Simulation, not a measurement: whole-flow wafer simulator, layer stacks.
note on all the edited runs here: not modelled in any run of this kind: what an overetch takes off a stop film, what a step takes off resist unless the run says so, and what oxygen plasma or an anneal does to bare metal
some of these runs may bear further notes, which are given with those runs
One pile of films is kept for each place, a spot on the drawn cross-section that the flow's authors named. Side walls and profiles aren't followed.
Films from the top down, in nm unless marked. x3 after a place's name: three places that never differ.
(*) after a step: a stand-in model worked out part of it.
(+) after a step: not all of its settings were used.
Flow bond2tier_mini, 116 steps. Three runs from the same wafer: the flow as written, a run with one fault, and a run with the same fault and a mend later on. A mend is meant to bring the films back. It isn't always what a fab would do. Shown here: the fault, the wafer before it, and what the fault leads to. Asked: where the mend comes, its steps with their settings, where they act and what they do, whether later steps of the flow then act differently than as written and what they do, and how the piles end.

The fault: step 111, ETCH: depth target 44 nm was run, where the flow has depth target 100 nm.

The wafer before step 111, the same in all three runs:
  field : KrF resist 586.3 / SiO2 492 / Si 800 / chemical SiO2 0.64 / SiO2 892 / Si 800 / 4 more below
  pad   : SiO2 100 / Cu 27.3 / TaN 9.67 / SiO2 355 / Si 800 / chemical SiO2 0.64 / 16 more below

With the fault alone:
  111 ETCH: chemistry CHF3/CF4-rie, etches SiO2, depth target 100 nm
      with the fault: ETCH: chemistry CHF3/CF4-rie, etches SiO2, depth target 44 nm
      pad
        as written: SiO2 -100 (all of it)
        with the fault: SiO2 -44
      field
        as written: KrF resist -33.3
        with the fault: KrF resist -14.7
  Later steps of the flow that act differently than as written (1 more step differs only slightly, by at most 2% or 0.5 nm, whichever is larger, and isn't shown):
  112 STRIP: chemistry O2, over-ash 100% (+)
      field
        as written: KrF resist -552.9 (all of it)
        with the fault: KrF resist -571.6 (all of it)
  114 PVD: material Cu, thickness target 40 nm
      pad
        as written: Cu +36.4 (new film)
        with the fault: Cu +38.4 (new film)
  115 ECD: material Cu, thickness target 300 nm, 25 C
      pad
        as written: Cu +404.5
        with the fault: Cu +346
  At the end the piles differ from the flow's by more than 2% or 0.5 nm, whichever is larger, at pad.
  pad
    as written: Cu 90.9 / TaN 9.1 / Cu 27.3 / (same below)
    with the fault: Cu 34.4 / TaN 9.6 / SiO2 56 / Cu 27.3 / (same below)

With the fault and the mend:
  The mend comes after step 112.
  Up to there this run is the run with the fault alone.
  112a COAT: KrF resist, thickness 600 nm (*) (the flow's step 106 once more)
      field
        KrF resist +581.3 (new film)
      pad
        KrF resist +619.5 (new film)
  112b SOFTBAKE: KrF resist (the flow's step 107 once more)
      changes no film at any place that is followed
  112c EXPOSE: photomask T3PAD, NA 0.6 (the flow's step 108 once more)
      changes no film at any place that is followed
  112d PEB: KrF resist (the flow's step 109 once more)
      changes no film at any place that is followed
  112e DEVELOP: developer TMAH-0.26N, 60 s (the flow's step 110 once more)
      field
        KrF resist -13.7
      pad
        KrF resist -619.5 (all of it)
  112f ETCH: chemistry CHF3/CF4-rie, etches SiO2, depth target 56 nm (the flow's step 111 once more, with other settings)
      field
        KrF resist -18.7
      pad
        SiO2 -56 (all of it)
  112g STRIP: chemistry O2, over-ash 100% (+) (the flow's step 112 once more)
      field
        KrF resist -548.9 (all of it)
  No later step of the flow acts differently than as written at any place that is followed.
  At the end the piles are the same as the flow's at every place that both follow.
